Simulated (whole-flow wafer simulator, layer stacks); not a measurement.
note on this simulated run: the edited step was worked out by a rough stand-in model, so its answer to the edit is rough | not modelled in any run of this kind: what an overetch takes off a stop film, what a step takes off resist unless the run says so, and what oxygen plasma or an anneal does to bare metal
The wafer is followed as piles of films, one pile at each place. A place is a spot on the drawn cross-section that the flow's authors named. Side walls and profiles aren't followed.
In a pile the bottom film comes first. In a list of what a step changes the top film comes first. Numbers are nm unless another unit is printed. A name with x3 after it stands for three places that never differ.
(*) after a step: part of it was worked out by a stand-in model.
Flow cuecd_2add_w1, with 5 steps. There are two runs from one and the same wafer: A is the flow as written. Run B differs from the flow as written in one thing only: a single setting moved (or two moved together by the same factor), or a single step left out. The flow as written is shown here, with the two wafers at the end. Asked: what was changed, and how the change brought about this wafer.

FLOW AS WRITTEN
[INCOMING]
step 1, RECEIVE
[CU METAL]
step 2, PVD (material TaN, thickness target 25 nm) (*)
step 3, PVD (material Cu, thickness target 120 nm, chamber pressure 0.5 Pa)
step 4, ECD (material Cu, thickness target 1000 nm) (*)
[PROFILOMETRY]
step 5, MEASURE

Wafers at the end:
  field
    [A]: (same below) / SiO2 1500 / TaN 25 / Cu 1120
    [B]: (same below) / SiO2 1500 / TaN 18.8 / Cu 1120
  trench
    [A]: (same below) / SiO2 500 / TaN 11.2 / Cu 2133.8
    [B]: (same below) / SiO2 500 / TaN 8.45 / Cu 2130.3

Cause: step 2, PVD: thickness target 18.8 nm was run, whereas the flow has thickness target 25 nm.
One can read it off the wafer: field has TaN 18.8, and step 2 as written asks for 25 nm.

The path from the change to this, step by step:
  step 2, PVD (material TaN, thickness target 25 nm) (*)
      field: A +25 TaN (new film) | B +18.8 TaN (new film)
      trench: A +11.2 TaN (new film) | B +8.45 TaN (new film)
